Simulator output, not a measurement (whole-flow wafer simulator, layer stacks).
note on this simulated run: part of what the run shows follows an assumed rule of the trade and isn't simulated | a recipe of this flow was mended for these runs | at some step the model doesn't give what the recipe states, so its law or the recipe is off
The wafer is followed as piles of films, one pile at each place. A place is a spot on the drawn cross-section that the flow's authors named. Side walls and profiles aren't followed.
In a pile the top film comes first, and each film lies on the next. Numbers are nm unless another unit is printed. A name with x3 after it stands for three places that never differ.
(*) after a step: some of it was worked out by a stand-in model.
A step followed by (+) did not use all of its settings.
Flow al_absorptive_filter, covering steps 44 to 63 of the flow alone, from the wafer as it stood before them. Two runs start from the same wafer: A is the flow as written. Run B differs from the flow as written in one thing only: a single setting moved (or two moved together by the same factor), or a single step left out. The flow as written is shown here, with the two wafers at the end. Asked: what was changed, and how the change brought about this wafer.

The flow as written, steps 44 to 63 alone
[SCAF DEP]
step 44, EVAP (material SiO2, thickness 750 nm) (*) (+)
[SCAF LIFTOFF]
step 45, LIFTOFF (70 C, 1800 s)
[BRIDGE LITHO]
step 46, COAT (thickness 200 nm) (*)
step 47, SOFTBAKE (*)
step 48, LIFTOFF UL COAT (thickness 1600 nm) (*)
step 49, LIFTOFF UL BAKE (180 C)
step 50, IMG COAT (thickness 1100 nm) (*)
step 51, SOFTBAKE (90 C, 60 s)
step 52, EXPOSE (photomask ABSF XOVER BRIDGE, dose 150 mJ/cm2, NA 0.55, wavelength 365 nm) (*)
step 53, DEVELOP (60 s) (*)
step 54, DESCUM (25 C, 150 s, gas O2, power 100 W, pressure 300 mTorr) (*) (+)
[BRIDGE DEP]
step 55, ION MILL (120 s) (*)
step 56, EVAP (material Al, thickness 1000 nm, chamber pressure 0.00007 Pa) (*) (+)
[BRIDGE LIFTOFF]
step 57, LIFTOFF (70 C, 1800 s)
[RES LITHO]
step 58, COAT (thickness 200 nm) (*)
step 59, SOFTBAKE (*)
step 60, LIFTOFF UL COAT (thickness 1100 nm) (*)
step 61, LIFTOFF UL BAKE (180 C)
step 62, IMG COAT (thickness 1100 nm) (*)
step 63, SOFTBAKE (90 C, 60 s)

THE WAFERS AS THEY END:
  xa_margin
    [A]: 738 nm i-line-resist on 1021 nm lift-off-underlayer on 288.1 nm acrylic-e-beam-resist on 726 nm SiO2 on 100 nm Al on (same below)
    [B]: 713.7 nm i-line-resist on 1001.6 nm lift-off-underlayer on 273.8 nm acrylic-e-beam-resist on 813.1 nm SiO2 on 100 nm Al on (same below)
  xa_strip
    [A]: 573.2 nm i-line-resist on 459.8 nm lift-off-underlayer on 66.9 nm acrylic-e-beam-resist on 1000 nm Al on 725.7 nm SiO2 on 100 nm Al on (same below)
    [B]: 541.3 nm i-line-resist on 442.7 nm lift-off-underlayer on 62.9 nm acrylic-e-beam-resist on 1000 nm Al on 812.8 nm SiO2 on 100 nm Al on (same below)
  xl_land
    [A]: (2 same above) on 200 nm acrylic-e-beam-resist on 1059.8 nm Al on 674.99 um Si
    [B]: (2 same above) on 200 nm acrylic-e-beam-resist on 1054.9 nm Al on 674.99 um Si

What caused this: step 44, EVAP: thickness 840 nm was run, while the flow as written has thickness 750 nm; step 55, ION MILL: 134.4 s was run, where the flow has 120 s.

The path from the change to this, step by step:
  step 44, EVAP (material SiO2, thickness 750 nm) (*) (+)
      gnd, pad_far, pad_near and 10 more: A +750 SiO2 (new film) | B +840 SiO2 (new film)
      xa_margin: A +726 SiO2 (new film) | B +813.1 SiO2 (new film)
  step 45, LIFTOFF (70 C, 1800 s)
      gnd, xa_field, xl_land, idc_field: A -750 SiO2 (all of it), -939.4 i-line-resist (all of it), -1100 lift-off-underlayer (all of it), -200 acrylic-e-beam-resist (all of it) | B -840 SiO2 (all of it), -939.4 i-line-resist (all of it), -1100 lift-off-underlayer (all of it), -200 acrylic-e-beam-resist (all of it)
      pad_far: A -750 SiO2 (all of it), -937 i-line-resist (all of it), -1092.7 lift-off-underlayer (all of it), -198.5 acrylic-e-beam-resist (all of it) | B -840 SiO2 (all of it), -937 i-line-resist (all of it), -1092.7 lift-off-underlayer (all of it), -198.5 acrylic-e-beam-resist (all of it)
      (and at 5 other places as well)
  step 46, COAT (thickness 200 nm) (*)
      xa_margin: A +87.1 acrylic-e-beam-resist (new film) | B +84.4 acrylic-e-beam-resist (new film)
      xa_strip: A +156.7 acrylic-e-beam-resist (new film) | B +149.3 acrylic-e-beam-resist (new film)
      (and at 2 other places as well)
  step 48, LIFTOFF UL COAT (thickness 1600 nm) (*)
      xa_margin: A +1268 lift-off-underlayer (new film) | B +1224 lift-off-underlayer (new film)
      xa_strip: A +1219 lift-off-underlayer (new film) | B +1183.2 lift-off-underlayer (new film)
      (and at 2 other places as well)
  step 50, IMG COAT (thickness 1100 nm) (*)
      xa_strip: A +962 i-line-resist (new film) | B +941.4 i-line-resist (new film)
      xl_turn: A +969.7 i-line-resist (new film) | B +949.3 i-line-resist (new film)
  step 53, DEVELOP (60 s) (*)
      xa_strip: A -960.1 i-line-resist (all of it), -1219 lift-off-underlayer (all of it) | B -939.2 i-line-resist (all of it), -1183.2 lift-off-underlayer (all of it)
      xl_gap: A -1001.2 i-line-resist (all of it), -1316.9 lift-off-underlayer (all of it) | B -985.1 i-line-resist (all of it), -1272.4 lift-off-underlayer (all of it)
      (and at 1 other place as well)
  step 54, DESCUM (25 C, 150 s, gas O2, power 100 W, pressure 300 mTorr) (*) (+)
      xa_strip: A -156.7 acrylic-e-beam-resist (all of it) | B -149.3 acrylic-e-beam-resist (all of it)
      xl_gap: A -97.9 acrylic-e-beam-resist (all of it) | B -92.3 acrylic-e-beam-resist (all of it)
      (and at 1 other place as well)
  step 55, ION MILL (120 s) (*)
      gnd, pad_far, pad_near and 7 more: A -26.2 i-line-resist | B -29.3 i-line-resist
      xa_strip, xl_gap, xl_turn: A -24.3 SiO2 | B -27.2 SiO2
      (and at 1 other place as well)
  step 57, LIFTOFF (70 C, 1800 s)
      xa_margin: A -1000 Al (all of it), -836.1 i-line-resist (all of it), -1268 lift-off-underlayer (all of it), -87.1 acrylic-e-beam-resist (all of it) | B -1000 Al (all of it), -815.5 i-line-resist (all of it), -1224 lift-off-underlayer (all of it), -84.4 acrylic-e-beam-resist (all of it)
  step 58, COAT (thickness 200 nm) (*)
      xa_margin: A +288.1 acrylic-e-beam-resist (new film) | B +273.8 acrylic-e-beam-resist (new film)
      xa_strip: A +66.9 acrylic-e-beam-resist (new film) | B +62.9 acrylic-e-beam-resist (new film)
      (and at 2 other places as well)
  step 60, LIFTOFF UL COAT (thickness 1100 nm) (*)
      xa_strip: A +459.8 lift-off-underlayer (new film) | B +442.7 lift-off-underlayer (new film)
      xl_gap: A +831.4 lift-off-underlayer (new film) | B +792.9 lift-off-underlayer (new film)
      (and at 1 other place as well)
  step 62, IMG COAT (thickness 1100 nm) (*)
      xa_margin: A +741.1 i-line-resist (new film) | B +717 i-line-resist (new film)
      xa_strip: A +577.9 i-line-resist (new film) | B +545.8 i-line-resist (new film)
      (and at 2 other places as well)
